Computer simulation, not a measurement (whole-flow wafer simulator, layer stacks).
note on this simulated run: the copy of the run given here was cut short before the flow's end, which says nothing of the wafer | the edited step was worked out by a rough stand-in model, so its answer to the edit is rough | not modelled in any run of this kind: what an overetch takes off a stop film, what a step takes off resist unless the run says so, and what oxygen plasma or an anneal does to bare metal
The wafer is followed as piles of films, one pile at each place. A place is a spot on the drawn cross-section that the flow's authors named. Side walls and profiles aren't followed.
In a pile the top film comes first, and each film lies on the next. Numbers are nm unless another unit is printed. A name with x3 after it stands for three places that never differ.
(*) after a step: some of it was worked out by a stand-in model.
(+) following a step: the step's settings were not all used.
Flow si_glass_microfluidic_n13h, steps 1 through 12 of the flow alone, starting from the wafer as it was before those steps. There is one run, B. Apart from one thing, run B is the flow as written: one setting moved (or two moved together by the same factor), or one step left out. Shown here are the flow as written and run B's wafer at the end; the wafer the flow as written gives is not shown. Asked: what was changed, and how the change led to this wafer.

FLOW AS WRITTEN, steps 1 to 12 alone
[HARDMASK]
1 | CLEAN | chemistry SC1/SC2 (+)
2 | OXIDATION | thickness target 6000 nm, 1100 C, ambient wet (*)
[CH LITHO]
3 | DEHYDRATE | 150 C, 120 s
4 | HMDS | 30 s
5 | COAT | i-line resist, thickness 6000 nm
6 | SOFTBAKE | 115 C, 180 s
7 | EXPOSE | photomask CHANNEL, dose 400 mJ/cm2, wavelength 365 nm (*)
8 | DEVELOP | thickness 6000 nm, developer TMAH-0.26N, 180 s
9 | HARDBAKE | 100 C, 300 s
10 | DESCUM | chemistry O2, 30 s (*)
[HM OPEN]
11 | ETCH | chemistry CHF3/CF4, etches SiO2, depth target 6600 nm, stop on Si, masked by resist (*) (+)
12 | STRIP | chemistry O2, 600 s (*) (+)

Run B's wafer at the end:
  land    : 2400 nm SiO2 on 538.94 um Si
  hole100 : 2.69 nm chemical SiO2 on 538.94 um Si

What caused this: step 2, OXIDATION: thickness target 2400 nm was run, though the flow has thickness target 6000 nm.
The wafer lets one read it off: land has SiO2 2400, and step 2 as written asks for 6000 nm.

How this came from the change, step by step:
  2 | OXIDATION | thickness target 6000 nm, 1100 C, ambient wet (*)
      land, hole100: SiO2 gains 2400 (new film), chemical SiO2 loses 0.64 (all of it), Si loses 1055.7 (as written it would have been: SiO2 gains 6000 (new film), chemical SiO2 loses 0.64 (all of it), Si loses 2639.7)
  11 | ETCH | chemistry CHF3/CF4, etches SiO2, depth target 6600 nm, stop on Si, masked by resist (*) (+)
      land: i-line resist loses 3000 (as written it would have been: i-line resist loses 5500)
      hole100: SiO2 loses 2400 (all of it) (as written it would have been: SiO2 loses 6000 (all of it))
  12 | STRIP | chemistry O2, 600 s (*) (+)
      land: i-line resist loses 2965 (all of it) (as written it would have been: i-line resist loses 465 (all of it))
